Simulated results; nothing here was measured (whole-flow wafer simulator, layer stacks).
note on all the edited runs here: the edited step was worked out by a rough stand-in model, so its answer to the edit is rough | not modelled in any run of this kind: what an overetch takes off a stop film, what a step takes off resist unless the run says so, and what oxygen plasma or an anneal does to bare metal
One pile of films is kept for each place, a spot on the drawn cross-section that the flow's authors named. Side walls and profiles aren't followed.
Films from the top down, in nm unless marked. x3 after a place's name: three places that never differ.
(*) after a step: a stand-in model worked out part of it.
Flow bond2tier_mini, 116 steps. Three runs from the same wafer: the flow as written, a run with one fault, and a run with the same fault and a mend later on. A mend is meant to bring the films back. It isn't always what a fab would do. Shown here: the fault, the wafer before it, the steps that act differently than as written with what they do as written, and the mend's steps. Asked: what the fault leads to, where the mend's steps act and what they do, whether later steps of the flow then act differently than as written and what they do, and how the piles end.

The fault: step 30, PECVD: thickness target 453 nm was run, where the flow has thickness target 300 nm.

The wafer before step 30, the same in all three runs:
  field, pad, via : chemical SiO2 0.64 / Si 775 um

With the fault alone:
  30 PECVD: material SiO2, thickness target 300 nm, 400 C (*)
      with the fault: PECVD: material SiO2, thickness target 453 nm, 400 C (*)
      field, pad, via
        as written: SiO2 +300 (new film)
        with the fault: SiO2 +453 (new film)
  No later step of the flow acts differently than as written at any place that is followed.
  At the end the piles differ from the flow's by more than 2% or 0.5 nm, whichever is larger, at field, pad.
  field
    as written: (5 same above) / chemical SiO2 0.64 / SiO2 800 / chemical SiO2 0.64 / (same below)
    with the fault: (5 same above) / chemical SiO2 0.64 / SiO2 953 / chemical SiO2 0.64 / (same below)
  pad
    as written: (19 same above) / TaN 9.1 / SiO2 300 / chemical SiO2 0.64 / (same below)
    with the fault: (19 same above) / TaN 9.1 / SiO2 453 / chemical SiO2 0.64 / (same below)

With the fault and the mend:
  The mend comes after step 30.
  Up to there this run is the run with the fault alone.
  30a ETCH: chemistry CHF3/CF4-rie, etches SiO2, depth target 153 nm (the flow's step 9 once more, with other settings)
      field, pad, via
        SiO2 -153
  No later step of the flow acts differently than as written at any place that is followed.
  At the end the piles are the same as the flow's at every place that both follow.
